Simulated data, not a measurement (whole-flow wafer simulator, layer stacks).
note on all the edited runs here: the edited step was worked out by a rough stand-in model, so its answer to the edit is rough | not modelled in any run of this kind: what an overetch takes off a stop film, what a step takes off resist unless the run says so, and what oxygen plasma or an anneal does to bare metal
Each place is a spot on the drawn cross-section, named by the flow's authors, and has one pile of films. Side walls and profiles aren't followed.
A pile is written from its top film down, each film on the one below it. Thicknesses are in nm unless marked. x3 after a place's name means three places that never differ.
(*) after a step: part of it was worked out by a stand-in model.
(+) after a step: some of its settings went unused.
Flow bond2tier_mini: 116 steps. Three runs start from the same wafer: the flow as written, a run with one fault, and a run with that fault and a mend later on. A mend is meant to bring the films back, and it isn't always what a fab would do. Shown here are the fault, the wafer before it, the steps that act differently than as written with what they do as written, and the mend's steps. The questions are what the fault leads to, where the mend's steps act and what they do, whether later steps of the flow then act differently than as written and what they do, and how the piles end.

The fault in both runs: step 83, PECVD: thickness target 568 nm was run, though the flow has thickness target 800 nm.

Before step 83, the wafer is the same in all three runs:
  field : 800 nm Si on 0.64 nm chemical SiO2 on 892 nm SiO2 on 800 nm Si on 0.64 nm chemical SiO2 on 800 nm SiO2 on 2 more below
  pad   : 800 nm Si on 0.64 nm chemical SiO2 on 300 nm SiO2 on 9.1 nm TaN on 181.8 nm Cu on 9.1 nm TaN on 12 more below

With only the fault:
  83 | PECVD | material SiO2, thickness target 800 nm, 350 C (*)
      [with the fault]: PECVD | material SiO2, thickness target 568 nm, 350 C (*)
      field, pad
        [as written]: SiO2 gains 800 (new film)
        [with the fault]: SiO2 gains 568 (new film)
  Later steps of the flow that are run all act as written at every place that is followed, up to a difference of at most 2% or 0.5 nm, whichever is larger.
  The piles end different from the flow's at field, pad by more than 2% or 0.5 nm, whichever is larger.
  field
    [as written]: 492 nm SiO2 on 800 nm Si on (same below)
    [with the fault]: 260 nm SiO2 on 800 nm Si on (same below)
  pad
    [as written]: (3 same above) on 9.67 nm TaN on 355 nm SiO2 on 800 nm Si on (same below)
    [with the fault]: (3 same above) on 9.67 nm TaN on 123 nm SiO2 on 800 nm Si on (same below)

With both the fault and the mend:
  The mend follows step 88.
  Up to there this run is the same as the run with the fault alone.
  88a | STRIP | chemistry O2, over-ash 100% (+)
      field
        KrF resist loses 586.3 (all of it)
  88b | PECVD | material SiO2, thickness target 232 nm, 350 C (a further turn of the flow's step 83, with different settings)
      field, pad
        SiO2 gains 232
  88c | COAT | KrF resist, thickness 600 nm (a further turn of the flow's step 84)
      field, pad
        KrF resist gains 600 (new film)
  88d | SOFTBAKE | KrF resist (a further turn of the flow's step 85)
      leaves every film unchanged at each place that is followed
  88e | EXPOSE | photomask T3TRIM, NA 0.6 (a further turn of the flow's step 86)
      leaves every film unchanged at each place that is followed
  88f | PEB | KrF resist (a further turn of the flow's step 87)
      leaves every film unchanged at each place that is followed
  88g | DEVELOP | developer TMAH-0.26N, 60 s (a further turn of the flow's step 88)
      field
        KrF resist loses 13.7
      pad
        KrF resist loses 600 (all of it)
  Later steps of the flow that are run all act as written at every place that is followed.
  The piles end the same as the flow's at every place that both follow.
